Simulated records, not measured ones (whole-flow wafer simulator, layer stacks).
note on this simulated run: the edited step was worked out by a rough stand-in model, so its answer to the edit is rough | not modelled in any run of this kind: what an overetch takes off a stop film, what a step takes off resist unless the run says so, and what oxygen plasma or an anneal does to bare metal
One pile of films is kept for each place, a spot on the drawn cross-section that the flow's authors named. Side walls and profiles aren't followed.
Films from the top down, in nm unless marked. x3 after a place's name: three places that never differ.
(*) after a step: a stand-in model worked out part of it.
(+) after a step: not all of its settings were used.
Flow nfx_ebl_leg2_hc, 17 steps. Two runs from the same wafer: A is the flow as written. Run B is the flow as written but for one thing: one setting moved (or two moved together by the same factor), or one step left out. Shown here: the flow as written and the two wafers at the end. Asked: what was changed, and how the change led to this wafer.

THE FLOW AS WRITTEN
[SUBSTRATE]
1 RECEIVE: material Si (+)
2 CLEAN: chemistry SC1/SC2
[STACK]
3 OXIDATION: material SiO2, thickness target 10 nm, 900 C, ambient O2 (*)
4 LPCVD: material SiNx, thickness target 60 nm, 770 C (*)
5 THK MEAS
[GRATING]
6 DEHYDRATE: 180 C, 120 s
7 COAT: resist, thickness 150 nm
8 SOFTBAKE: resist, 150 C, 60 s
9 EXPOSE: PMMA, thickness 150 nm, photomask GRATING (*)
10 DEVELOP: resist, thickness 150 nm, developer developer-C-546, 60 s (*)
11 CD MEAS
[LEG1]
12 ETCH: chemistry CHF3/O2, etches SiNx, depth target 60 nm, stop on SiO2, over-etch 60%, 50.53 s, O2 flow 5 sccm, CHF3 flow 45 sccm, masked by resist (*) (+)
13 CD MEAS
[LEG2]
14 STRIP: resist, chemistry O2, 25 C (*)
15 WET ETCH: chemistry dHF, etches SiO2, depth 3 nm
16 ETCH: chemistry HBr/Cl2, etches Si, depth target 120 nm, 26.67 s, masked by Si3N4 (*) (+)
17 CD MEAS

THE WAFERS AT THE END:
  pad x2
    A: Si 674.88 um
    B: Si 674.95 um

The cause: step 16, ETCH: depth target 48 nm was run, where the flow has depth target 120 nm.

How the change led to this, step by step:
  16 ETCH: chemistry HBr/Cl2, etches Si, depth target 120 nm, 26.67 s, masked by Si3N4 (*) (+)
      pad x2: A Si -120 | B Si -48
